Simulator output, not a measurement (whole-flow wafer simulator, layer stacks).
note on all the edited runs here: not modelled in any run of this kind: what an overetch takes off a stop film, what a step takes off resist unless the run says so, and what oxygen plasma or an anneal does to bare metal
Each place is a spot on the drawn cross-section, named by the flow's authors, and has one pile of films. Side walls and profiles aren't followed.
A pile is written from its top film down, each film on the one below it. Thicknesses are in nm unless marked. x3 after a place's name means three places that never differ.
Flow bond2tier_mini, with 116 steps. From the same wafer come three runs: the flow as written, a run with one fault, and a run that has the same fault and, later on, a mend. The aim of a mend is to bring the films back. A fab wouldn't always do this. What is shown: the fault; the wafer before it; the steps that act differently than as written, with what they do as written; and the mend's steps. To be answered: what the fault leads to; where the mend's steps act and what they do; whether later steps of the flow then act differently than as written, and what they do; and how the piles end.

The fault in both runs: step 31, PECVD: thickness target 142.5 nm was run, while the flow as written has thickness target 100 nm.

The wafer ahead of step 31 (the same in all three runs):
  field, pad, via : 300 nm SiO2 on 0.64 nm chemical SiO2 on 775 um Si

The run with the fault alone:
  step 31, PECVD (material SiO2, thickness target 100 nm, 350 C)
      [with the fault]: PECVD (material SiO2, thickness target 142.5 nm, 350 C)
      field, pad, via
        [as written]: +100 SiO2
        [with the fault]: +142.5 SiO2
  None of the later steps of the flow acts differently than as written at any place that is followed.
  By the end, the piles at field, pad depart from the flow's by more than 2% or 0.5 nm, whichever is larger.
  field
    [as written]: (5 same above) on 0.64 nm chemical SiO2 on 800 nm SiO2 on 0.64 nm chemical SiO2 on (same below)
    [with the fault]: (5 same above) on 0.64 nm chemical SiO2 on 842.5 nm SiO2 on 0.64 nm chemical SiO2 on (same below)
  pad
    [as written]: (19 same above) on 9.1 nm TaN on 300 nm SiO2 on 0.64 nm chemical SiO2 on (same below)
    [with the fault]: (19 same above) on 9.1 nm TaN on 342.5 nm SiO2 on 0.64 nm chemical SiO2 on (same below)

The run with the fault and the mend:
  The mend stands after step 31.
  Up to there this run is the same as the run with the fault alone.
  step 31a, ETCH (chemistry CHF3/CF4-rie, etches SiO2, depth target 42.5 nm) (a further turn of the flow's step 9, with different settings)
      field, pad, via
        -42.5 SiO2
  None of the later steps of the flow acts differently than as written at any place that is followed.
  By the end, the piles equal the flow's at every place that both follow.
